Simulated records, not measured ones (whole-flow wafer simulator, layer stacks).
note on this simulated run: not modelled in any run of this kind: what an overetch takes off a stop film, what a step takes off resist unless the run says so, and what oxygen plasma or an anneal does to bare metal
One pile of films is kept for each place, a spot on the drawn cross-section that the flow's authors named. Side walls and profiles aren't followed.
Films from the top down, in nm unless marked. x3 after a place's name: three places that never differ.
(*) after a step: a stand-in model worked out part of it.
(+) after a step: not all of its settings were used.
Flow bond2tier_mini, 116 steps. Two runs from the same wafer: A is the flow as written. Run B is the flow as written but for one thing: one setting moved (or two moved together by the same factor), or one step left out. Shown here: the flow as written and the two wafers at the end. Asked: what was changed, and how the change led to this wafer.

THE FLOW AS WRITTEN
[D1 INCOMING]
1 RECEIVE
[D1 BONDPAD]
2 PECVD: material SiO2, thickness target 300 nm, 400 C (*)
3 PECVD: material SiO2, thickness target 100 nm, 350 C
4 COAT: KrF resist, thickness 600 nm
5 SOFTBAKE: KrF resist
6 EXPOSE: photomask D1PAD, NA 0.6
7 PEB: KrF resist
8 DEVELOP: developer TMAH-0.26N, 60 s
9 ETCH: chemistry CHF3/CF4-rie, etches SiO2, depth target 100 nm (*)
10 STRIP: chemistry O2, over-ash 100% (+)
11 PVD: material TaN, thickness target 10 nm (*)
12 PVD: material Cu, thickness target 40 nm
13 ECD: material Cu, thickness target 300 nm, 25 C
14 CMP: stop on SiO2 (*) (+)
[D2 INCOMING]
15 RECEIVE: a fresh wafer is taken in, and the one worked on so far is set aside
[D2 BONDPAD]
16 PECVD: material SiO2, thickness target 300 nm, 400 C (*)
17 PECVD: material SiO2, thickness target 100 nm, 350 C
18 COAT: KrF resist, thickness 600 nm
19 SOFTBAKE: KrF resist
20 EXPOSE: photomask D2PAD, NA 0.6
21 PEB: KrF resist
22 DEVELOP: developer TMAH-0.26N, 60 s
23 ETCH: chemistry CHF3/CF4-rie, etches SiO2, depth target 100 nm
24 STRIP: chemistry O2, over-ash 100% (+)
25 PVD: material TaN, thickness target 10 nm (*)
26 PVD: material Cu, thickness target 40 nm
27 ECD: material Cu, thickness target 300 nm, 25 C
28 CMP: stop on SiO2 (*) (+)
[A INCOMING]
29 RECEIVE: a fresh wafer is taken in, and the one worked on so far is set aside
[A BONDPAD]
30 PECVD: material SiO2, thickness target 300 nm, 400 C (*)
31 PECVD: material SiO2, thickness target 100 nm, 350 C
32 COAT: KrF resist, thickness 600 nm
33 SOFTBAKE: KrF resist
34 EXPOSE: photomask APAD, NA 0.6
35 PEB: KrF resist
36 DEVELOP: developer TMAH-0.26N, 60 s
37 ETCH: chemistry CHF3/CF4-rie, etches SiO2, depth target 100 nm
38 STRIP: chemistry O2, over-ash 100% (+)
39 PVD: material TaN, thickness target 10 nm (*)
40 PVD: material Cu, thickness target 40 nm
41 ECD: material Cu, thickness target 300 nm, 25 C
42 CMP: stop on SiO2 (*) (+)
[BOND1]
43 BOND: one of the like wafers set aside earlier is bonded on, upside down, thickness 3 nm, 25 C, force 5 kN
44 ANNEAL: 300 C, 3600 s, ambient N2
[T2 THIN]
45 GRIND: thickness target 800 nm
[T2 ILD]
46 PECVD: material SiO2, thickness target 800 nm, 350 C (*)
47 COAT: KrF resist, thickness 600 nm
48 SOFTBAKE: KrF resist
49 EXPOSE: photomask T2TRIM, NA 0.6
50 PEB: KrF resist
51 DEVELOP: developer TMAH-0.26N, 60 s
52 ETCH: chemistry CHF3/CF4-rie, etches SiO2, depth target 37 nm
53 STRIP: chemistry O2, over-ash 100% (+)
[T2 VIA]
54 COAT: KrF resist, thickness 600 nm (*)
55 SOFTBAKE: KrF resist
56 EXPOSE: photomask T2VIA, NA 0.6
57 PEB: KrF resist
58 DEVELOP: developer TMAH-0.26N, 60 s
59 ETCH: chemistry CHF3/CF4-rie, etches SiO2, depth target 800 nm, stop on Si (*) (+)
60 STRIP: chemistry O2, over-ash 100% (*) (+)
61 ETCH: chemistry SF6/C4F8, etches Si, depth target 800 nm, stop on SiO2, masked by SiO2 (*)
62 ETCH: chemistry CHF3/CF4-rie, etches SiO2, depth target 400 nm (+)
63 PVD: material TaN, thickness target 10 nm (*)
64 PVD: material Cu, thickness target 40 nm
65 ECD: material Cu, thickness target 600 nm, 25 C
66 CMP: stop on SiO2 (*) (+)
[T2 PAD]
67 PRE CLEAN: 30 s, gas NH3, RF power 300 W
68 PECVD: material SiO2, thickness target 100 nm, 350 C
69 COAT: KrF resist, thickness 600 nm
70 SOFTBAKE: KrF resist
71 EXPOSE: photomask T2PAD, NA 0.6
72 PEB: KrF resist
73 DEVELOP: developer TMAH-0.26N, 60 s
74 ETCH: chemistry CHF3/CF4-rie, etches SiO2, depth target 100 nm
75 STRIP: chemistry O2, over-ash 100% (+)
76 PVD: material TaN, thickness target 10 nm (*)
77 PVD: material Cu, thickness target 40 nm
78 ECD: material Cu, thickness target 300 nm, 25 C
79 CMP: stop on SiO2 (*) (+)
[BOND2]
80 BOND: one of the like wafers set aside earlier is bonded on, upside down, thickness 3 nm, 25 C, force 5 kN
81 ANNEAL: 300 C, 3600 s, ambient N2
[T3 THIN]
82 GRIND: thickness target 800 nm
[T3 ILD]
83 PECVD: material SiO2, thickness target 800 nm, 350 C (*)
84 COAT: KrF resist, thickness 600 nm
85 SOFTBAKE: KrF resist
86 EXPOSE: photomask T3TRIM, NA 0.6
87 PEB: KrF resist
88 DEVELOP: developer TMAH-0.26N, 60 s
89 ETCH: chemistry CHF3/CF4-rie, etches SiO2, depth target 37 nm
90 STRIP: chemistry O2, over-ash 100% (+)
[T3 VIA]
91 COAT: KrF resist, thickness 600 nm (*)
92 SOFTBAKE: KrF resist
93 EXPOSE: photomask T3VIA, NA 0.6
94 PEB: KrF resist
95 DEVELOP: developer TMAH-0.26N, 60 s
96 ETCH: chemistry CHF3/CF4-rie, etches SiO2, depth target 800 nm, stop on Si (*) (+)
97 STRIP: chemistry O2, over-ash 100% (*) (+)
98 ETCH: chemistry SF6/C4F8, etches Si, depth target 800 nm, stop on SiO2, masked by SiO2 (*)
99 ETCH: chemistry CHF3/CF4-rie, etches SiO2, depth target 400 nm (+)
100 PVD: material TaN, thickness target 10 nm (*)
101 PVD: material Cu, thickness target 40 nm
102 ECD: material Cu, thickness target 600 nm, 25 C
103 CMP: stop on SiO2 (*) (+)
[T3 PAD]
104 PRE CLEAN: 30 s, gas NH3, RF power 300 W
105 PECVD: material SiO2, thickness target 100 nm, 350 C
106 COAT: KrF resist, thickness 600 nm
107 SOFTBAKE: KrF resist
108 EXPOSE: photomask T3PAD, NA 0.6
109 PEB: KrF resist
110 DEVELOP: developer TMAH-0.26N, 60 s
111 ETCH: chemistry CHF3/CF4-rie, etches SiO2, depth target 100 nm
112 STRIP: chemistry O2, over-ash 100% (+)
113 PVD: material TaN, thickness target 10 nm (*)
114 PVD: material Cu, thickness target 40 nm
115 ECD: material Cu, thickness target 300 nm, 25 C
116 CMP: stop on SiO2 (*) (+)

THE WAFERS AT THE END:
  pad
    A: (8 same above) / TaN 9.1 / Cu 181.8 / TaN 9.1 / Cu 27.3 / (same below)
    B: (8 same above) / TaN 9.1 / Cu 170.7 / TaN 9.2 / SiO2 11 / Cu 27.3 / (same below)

The cause: step 74, ETCH: depth target 89 nm was run, where the flow has depth target 100 nm.

How the change led to this, step by step:
  74 ETCH: chemistry CHF3/CF4-rie, etches SiO2, depth target 100 nm
      pad: A SiO2 -100 (all of it) | B SiO2 -89
      field: A KrF resist -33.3 | B KrF resist -29.7
  78 ECD: material Cu, thickness target 300 nm, 25 C
      pad: A Cu +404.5 | B Cu +393
Counting metal films that touch as one body, pad has 4 bodies (between them, from the top down: SiO2 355 / Si 800 / chemical SiO2 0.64 / SiO2 300; SiO2 11; SiO2 355 / Si 800 / chemical SiO2 0.64 / SiO2 300); the flow as written gives 3 bodies (between them, from the top down: SiO2 355 / Si 800 / chemical SiO2 0.64 / SiO2 300; SiO2 355 / Si 800 / chemical SiO2 0.64 / SiO2 300).
